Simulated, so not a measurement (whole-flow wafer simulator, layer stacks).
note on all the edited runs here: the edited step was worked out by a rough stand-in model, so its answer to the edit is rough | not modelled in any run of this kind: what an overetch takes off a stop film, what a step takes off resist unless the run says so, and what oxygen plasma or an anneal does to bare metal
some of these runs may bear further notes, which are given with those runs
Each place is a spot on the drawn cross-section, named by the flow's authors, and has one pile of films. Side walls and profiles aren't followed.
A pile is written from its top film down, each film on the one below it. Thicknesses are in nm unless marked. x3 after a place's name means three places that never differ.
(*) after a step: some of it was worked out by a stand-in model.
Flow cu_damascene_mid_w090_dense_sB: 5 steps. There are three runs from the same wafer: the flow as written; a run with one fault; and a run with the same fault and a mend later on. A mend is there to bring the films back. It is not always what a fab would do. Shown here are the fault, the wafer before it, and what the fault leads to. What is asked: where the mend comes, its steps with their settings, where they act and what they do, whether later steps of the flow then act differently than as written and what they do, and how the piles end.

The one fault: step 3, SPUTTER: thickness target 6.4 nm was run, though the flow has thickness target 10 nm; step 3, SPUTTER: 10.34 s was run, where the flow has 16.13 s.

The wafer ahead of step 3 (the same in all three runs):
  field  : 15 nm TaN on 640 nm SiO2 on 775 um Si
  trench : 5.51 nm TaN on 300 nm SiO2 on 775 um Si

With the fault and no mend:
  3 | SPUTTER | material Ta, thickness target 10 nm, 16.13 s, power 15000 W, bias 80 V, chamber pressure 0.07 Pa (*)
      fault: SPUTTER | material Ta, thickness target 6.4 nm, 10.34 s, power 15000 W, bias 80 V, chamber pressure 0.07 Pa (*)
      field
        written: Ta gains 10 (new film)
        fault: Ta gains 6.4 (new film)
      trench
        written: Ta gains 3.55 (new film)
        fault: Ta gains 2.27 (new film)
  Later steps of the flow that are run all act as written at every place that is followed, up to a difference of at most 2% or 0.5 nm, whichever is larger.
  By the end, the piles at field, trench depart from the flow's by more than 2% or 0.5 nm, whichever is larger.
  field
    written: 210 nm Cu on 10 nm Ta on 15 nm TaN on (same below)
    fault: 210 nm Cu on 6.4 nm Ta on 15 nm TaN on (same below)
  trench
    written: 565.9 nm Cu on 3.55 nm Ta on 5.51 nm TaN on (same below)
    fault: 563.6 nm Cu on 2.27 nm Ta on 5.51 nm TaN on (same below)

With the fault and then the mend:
  After step 3 comes the mend.
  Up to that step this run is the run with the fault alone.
  3a | SPUTTER | material Ta, thickness target 3.6 nm, 5.791 s, power 15000 W, bias 80 V, chamber pressure 0.07 Pa (*) (the flow's step 3 again, with other settings)
      field
        Ta gains 3.6
      trench
        Ta gains 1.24
  Later steps of the flow that are run all act as written at every place that is followed.
  When the end is reached, the piles differ only a little from the flow's at the places that both follow, at most by 2% or 0.5 nm, whichever is larger.
